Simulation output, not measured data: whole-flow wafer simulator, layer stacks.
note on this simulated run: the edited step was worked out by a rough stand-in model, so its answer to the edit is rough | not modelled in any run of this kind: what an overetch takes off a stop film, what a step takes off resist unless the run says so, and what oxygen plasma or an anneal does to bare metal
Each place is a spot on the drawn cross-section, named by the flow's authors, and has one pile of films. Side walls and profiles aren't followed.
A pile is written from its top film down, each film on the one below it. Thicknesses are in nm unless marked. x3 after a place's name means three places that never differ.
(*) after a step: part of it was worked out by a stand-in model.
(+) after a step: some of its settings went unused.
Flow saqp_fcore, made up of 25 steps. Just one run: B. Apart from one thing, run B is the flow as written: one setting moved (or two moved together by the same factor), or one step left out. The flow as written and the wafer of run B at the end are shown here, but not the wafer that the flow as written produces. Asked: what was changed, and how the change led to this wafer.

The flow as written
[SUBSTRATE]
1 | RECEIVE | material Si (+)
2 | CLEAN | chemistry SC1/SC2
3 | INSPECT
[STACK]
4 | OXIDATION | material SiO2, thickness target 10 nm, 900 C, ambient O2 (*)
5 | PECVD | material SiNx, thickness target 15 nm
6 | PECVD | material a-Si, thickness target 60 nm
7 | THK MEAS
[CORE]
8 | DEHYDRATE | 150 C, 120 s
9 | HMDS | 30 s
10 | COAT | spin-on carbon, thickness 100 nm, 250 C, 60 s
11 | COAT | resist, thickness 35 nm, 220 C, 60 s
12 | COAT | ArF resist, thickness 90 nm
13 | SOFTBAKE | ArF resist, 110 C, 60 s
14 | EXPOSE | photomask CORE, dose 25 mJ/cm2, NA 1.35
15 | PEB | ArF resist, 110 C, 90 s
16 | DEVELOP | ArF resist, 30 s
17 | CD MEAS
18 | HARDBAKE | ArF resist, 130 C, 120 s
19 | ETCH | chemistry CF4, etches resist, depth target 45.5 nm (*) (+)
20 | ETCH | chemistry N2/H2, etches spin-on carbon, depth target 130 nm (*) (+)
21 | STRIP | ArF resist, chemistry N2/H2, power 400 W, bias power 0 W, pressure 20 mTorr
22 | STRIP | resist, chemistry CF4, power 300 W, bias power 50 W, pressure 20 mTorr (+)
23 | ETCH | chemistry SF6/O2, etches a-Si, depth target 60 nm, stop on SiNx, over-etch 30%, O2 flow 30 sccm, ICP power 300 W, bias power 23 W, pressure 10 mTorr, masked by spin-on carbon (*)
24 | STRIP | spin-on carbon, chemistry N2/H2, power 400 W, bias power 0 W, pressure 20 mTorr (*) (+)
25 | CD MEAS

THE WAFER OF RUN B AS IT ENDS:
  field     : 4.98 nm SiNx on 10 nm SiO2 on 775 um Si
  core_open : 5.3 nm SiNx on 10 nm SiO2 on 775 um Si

The reason: step 23, ETCH: depth target 90 nm was run, whereas the flow has depth target 60 nm.

Step by step, how the change led to this:
  23 | ETCH | chemistry SF6/O2, etches a-Si, depth target 60 nm, stop on SiNx, over-etch 30%, O2 flow 30 sccm, ICP power 300 W, bias power 23 W, pressure 10 mTorr, masked by spin-on carbon (*)
      field: a-Si loses 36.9 (all of it), SiNx loses 10 (in the flow as written it would be: a-Si loses 36.9 (all of it), SiNx loses 5.14)
      core_open: a-Si loses 39.4 (all of it), SiNx loses 9.7 (in the flow as written it would be: a-Si loses 39.4 (all of it), SiNx loses 4.82)
